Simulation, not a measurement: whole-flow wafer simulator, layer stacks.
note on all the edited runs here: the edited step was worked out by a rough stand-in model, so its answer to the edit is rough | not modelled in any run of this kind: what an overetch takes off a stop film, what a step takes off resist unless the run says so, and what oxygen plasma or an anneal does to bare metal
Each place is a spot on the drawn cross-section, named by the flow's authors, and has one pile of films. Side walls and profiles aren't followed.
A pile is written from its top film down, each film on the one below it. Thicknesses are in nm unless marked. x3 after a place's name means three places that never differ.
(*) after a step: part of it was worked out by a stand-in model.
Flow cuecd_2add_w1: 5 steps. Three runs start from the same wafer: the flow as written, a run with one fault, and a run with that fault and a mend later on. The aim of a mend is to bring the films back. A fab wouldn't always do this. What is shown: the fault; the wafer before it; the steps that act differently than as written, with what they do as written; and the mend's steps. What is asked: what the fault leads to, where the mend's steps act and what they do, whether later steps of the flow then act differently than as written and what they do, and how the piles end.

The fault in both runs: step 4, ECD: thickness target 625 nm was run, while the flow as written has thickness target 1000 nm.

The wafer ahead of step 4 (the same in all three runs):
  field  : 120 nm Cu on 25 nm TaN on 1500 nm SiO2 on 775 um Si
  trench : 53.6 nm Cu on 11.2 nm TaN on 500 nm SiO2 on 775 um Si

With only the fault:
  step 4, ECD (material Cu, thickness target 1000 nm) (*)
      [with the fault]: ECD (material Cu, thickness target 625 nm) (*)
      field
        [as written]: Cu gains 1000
        [with the fault]: Cu gains 625
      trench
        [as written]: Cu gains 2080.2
        [with the fault]: Cu gains 1705.2
  Later steps of the flow that are run all act as written at every place that is followed.
  At field, trench, the piles at the end differ from the flow's by more than 2% or 0.5 nm, whichever is larger.
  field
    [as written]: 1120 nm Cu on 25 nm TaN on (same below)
    [with the fault]: 745 nm Cu on 25 nm TaN on (same below)
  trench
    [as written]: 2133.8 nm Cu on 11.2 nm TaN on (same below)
    [with the fault]: 1758.8 nm Cu on 11.2 nm TaN on (same below)

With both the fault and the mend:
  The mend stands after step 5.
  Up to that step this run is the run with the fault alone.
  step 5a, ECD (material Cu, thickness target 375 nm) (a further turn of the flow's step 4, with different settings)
      field, trench
        Cu gains 375
  Later steps of the flow that are run all act as written at every place that is followed.
  At every place that both follow, the piles at the end match the flow's.
